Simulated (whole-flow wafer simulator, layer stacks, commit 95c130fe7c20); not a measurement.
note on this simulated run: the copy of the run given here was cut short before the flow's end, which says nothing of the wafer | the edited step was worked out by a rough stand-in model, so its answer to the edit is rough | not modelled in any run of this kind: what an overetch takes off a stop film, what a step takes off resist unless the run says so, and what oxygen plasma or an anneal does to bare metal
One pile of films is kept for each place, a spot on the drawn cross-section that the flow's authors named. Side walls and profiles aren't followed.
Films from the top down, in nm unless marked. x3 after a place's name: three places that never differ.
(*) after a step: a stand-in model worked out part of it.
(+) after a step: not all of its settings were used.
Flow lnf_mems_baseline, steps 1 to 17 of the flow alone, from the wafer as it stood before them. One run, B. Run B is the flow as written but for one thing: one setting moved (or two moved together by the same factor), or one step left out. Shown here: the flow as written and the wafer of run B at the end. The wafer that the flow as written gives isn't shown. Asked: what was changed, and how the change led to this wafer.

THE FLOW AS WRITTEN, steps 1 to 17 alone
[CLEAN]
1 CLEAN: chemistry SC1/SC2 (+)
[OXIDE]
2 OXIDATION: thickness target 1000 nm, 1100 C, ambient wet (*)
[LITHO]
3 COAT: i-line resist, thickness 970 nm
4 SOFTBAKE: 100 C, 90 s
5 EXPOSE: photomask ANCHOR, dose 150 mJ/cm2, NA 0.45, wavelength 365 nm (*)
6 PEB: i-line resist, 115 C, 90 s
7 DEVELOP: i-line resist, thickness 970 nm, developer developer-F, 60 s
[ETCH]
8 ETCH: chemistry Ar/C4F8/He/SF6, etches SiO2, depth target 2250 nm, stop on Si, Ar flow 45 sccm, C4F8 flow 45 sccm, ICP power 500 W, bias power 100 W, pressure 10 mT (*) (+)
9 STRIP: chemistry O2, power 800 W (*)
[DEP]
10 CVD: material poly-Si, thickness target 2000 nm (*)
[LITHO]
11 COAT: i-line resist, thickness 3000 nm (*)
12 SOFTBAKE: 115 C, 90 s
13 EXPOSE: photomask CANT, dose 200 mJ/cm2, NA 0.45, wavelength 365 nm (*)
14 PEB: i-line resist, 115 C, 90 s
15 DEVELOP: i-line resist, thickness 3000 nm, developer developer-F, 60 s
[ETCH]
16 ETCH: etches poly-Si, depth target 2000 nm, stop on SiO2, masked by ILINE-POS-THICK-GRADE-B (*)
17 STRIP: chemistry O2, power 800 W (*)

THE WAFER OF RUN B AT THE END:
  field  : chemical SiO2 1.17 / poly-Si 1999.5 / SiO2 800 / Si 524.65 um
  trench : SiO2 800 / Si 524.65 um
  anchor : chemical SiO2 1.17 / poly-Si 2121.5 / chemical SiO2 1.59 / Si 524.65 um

The cause: step 2, OXIDATION: thickness target 800 nm was run, where the flow has thickness target 1000 nm.
It can be read off the wafer: field has SiO2 800, and step 2 as written asks for 1000 nm.

How the change led to this, step by step:
  2 OXIDATION: thickness target 1000 nm, 1100 C, ambient wet (*)
      field, anchor, beam, trench, char_slit: SiO2 +800 (new film), chemical SiO2 -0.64 (all of it), Si -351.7 (as written it would be: SiO2 +1000 (new film), chemical SiO2 -0.64 (all of it), Si -439.7)
  8 ETCH: chemistry Ar/C4F8/He/SF6, etches SiO2, depth target 2250 nm, stop on Si, Ar flow 45 sccm, C4F8 flow 45 sccm, ICP power 500 W, bias power 100 W, pressure 10 mT (*) (+)
      field, beam, trench, char_slit: i-line resist -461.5 (as written it would be: i-line resist -561.5)
      anchor: SiO2 -800 (all of it) (as written it would be: SiO2 -1000 (all of it))
  9 STRIP: chemistry O2, power 800 W (*)
      field, beam, trench, char_slit: i-line resist -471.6 (all of it) (as written it would be: i-line resist -371.6 (all of it))
  10 CVD: material poly-Si, thickness target 2000 nm (*)
      anchor: poly-Si +2122 (new film) (as written it would be: poly-Si +2322 (new film))
